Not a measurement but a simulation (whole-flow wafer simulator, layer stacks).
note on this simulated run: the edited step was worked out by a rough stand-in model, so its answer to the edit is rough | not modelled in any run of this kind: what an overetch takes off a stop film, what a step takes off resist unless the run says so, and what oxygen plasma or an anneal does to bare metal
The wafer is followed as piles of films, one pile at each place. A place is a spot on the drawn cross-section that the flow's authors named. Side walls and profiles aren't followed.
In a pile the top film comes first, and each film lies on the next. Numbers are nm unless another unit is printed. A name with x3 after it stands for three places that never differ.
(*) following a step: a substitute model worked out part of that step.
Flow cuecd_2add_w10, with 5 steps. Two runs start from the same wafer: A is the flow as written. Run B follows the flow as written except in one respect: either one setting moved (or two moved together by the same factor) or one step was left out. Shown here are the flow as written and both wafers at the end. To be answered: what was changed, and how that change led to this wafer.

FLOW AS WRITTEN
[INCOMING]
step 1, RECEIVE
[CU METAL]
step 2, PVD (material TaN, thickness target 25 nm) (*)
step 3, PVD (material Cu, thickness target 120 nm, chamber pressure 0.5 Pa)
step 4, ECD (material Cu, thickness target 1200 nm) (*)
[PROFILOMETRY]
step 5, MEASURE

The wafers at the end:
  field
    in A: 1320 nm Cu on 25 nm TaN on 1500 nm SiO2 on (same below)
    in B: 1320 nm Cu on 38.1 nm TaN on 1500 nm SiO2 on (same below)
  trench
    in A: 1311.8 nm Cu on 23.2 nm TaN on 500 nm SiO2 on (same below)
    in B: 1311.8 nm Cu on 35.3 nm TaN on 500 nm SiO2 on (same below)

What caused this: step 2, PVD: thickness target 38.1 nm was run, whereas the flow has thickness target 25 nm.
The wafer lets one read it off: field has TaN 38.1, and step 2 as written asks for 25 nm.

How this came from the change, step by step:
  step 2, PVD (material TaN, thickness target 25 nm) (*)
      field: A TaN gains 25 (new film) | B TaN gains 38.1 (new film)
      trench: A TaN gains 23.2 (new film) | B TaN gains 35.3 (new film)
